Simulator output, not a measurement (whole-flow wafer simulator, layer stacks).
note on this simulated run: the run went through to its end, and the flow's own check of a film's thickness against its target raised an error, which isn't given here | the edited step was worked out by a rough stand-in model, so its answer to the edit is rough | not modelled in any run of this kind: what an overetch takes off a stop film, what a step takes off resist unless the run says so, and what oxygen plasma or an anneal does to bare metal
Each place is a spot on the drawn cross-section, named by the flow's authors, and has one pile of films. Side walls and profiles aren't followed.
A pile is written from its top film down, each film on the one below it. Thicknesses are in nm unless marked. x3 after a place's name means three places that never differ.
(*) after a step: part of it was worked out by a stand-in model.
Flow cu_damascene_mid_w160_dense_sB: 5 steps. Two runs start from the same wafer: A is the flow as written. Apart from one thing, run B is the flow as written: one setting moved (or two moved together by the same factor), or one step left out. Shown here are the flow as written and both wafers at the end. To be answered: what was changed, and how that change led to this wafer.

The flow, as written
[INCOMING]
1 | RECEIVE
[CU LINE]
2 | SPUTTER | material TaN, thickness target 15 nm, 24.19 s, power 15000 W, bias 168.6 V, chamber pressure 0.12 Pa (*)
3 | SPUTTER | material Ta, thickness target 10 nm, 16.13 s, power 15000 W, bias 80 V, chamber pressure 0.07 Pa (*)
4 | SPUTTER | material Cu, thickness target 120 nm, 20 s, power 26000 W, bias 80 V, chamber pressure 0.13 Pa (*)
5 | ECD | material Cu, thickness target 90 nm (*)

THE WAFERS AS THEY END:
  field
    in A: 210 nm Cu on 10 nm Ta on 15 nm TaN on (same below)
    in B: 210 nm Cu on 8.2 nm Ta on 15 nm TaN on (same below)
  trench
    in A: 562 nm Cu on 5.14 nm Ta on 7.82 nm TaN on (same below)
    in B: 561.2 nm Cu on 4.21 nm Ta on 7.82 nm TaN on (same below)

The reason: step 3, SPUTTER: thickness target 8.2 nm was run, while the flow as written has thickness target 10 nm; step 3, SPUTTER: 13.31 s was run, where the flow has 16.13 s.
One can read it off the wafer: field has Ta 8.2, and step 3 as written asks for 10 nm.

How this came from the change, step by step:
  3 | SPUTTER | material Ta, thickness target 10 nm, 16.13 s, power 15000 W, bias 80 V, chamber pressure 0.07 Pa (*)
      field: A Ta gains 10 (new film) | B Ta gains 8.2 (new film)
      trench: A Ta gains 5.14 (new film) | B Ta gains 4.21 (new film)
